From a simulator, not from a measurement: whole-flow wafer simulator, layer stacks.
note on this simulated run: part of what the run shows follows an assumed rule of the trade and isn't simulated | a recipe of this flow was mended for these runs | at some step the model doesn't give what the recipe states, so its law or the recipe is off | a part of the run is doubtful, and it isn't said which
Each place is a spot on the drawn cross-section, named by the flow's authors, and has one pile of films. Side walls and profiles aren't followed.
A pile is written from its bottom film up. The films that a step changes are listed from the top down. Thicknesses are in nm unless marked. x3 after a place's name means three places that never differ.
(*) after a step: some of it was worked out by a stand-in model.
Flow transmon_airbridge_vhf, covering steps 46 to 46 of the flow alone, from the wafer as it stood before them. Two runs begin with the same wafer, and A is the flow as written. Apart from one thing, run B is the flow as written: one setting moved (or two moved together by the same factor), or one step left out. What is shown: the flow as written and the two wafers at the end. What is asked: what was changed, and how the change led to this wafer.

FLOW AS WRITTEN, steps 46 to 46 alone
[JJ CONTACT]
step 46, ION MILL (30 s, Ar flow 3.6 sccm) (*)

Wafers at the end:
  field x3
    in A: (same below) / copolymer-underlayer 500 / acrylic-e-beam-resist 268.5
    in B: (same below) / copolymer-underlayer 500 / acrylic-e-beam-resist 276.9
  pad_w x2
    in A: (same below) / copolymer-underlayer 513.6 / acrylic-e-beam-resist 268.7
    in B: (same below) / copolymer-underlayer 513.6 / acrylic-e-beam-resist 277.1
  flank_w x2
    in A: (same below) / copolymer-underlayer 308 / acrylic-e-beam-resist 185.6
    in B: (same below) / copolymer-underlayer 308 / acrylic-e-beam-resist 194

What caused this: step 46, ION MILL: 15 s was run, though the flow has 30 s.

How this came from the change, step by step:
  step 46, ION MILL (30 s, Ar flow 3.6 sccm) (*)
      field x3, ground_far x3, pad_w x2, flank_w x2, gap_w x2, cpw_trace, margin_s x2, bridge_strip: A -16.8 acrylic-e-beam-resist | B -8.39 acrylic-e-beam-resist
      jj_line: A -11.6 Si | B -5.82 Si
